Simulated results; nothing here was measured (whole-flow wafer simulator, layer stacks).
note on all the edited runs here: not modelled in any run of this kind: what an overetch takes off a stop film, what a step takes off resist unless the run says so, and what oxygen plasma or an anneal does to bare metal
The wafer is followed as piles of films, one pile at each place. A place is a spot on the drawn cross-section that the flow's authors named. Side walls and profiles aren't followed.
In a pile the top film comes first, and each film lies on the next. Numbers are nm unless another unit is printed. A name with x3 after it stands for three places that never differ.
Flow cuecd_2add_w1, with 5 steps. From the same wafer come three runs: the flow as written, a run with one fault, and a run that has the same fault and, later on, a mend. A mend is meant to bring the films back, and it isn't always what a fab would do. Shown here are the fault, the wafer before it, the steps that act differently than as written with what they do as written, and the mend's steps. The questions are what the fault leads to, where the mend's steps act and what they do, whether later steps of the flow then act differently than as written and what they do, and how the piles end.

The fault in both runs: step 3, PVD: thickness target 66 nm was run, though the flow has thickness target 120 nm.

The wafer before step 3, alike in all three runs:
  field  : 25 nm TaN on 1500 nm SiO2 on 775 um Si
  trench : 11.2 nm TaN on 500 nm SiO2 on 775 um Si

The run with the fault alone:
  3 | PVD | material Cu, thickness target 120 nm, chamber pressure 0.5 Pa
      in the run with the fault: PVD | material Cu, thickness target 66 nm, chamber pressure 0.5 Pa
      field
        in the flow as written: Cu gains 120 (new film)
        in the run with the fault: Cu gains 66 (new film)
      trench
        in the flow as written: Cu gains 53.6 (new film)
        in the run with the fault: Cu gains 30 (new film)
  Later steps of the flow that are run all act as written at every place that is followed, up to a difference of at most 2% or 0.5 nm, whichever is larger.
  At field, trench, the piles at the end differ from the flow's by more than 2% or 0.5 nm, whichever is larger.
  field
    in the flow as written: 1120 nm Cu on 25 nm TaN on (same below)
    in the run with the fault: 1066 nm Cu on 25 nm TaN on (same below)
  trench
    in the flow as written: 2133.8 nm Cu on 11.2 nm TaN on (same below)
    in the run with the fault: 2079.8 nm Cu on 11.2 nm TaN on (same below)

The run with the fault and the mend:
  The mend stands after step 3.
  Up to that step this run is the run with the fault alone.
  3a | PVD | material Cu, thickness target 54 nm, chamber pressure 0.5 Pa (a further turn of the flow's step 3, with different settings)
      field
        Cu gains 54
      trench
        Cu gains 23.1
  Later steps of the flow that are run all act as written at every place that is followed, up to a difference of at most 2% or 0.5 nm, whichever is larger.
  The piles end the same as the flow's at every place that both follow.
